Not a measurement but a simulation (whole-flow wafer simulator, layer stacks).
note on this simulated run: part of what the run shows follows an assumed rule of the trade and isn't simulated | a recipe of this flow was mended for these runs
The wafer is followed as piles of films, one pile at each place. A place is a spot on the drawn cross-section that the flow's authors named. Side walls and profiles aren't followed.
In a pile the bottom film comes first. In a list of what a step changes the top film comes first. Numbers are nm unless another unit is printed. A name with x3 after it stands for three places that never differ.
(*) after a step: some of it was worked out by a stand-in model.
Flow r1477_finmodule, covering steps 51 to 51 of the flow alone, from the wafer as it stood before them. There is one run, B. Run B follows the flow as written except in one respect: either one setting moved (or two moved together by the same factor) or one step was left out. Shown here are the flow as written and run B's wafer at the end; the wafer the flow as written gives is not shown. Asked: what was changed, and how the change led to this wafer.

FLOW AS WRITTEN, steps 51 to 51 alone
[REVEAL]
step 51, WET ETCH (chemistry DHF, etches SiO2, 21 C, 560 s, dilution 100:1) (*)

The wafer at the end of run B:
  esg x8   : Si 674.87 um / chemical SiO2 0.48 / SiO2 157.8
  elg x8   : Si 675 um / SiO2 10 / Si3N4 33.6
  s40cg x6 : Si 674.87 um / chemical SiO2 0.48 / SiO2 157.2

What caused this: step 51, WET ETCH: 650 s was run, whereas the flow has 560 s.

The path from the change to this, step by step:
  step 51, WET ETCH (chemistry DHF, etches SiO2, 21 C, 560 s, dilution 100:1) (*)
      esg x8, s40cg x6, s40sg x6: SiO2 loses 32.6 (as written it would have been: SiO2 loses 28.1)
      pad x2: SiO2 loses 35.4 (as written it would have been: SiO2 loses 30.5)
